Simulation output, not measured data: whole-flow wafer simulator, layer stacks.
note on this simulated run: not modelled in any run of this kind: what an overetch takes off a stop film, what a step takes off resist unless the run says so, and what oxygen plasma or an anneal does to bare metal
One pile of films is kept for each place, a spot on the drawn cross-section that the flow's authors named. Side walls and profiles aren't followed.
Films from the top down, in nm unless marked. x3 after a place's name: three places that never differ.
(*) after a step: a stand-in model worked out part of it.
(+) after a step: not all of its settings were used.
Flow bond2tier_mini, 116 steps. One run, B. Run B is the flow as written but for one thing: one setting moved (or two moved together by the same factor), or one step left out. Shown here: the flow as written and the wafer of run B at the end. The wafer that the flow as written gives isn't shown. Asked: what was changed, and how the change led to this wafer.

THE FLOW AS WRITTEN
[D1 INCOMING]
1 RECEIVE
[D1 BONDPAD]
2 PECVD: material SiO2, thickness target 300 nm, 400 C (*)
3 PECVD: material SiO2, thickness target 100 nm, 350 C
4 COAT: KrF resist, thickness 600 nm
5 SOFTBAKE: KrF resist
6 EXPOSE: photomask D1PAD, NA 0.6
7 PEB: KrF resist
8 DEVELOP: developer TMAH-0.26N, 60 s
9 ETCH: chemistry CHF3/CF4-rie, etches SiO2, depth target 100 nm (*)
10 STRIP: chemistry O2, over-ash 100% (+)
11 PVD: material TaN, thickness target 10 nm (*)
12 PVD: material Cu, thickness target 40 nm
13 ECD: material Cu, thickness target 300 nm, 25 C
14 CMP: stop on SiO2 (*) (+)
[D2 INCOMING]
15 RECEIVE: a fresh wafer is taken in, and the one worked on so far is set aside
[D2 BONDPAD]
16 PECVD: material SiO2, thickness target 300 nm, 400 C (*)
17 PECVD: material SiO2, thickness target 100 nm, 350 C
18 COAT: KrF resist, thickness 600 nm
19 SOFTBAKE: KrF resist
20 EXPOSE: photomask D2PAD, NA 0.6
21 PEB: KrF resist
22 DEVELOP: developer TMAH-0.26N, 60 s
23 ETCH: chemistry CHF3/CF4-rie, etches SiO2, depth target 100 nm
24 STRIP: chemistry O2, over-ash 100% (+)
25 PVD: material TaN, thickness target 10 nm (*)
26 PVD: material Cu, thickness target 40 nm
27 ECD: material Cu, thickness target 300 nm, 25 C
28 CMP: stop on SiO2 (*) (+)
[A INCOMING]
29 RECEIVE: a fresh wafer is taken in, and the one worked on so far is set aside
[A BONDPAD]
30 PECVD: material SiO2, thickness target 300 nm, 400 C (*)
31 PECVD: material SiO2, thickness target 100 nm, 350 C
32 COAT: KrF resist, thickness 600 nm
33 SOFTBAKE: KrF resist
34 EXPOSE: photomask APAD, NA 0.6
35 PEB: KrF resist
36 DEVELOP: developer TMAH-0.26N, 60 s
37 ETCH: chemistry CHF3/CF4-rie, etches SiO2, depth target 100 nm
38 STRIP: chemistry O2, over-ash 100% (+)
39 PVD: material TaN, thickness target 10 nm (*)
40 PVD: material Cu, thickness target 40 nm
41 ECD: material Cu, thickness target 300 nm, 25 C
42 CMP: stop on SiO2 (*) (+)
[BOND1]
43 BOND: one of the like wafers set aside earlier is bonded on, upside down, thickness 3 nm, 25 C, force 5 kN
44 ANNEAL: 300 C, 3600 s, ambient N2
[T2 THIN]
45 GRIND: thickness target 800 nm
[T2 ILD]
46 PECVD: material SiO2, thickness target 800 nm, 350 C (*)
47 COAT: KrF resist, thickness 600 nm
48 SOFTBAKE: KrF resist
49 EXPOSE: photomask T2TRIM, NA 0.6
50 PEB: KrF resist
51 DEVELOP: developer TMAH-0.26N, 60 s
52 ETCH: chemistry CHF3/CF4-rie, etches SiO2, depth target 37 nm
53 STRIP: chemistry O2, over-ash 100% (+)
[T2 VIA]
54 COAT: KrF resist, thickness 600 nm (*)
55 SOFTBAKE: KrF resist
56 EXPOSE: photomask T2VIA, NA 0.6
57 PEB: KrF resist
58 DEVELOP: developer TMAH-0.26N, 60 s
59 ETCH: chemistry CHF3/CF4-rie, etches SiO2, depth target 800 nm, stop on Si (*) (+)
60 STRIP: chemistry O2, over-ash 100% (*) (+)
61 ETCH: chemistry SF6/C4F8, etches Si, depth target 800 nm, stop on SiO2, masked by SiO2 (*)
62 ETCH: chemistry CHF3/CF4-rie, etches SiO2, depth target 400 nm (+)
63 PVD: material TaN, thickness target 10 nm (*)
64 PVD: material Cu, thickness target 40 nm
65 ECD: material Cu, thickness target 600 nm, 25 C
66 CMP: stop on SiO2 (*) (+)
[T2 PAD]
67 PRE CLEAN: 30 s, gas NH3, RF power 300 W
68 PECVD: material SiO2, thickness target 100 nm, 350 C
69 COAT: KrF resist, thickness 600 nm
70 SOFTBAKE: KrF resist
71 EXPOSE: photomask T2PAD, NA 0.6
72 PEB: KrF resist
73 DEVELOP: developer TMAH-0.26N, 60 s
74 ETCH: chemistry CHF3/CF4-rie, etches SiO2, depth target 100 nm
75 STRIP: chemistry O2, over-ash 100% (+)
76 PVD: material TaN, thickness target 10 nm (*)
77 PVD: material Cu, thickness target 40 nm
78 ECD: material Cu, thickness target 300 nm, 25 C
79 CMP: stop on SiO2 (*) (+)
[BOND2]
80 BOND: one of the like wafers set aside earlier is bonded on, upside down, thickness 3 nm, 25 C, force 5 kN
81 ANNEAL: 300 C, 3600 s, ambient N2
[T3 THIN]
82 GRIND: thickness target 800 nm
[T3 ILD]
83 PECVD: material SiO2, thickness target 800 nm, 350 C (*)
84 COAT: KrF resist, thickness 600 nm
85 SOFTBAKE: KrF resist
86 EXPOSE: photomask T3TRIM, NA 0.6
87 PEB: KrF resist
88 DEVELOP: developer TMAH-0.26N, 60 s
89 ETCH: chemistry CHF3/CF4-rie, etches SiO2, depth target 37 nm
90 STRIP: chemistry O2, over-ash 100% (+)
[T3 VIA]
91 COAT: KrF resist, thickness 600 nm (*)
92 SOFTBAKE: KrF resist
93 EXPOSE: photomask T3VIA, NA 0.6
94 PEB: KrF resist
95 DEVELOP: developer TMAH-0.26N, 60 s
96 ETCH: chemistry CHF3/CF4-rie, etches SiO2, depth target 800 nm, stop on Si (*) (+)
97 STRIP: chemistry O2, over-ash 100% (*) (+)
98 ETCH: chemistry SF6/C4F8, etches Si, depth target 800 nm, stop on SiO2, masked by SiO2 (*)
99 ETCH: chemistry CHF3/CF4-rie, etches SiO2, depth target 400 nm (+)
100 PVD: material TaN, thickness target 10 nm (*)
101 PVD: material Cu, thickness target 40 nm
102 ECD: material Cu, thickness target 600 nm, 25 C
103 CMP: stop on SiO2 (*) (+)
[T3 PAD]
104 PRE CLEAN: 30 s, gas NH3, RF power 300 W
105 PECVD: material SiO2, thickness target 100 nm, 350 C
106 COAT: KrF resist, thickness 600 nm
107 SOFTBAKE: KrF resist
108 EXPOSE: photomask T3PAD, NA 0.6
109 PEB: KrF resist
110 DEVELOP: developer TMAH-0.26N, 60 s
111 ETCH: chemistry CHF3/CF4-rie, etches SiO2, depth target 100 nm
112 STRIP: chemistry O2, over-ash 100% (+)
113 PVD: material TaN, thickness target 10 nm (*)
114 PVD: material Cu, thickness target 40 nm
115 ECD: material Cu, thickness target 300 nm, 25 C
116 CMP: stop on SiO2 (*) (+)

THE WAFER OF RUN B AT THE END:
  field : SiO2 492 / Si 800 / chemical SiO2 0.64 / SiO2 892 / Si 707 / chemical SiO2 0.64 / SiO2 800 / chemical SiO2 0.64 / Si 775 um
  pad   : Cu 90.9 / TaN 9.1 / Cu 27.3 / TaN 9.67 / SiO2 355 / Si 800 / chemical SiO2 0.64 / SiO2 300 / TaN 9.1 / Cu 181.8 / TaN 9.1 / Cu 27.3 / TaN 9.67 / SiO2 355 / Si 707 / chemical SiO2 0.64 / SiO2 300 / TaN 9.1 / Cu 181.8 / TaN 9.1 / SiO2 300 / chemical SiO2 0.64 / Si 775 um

The cause: step 45, GRIND: thickness target 707 nm was run, where the flow has thickness target 800 nm.
It can be read off the wafer: field has Si 707, and step 45 as written asks for 800 nm.

How the change led to this, step by step:
  45 GRIND: thickness target 800 nm
      field, pad, via: Si -774.29 um (as written it would be: Si -774.2 um)
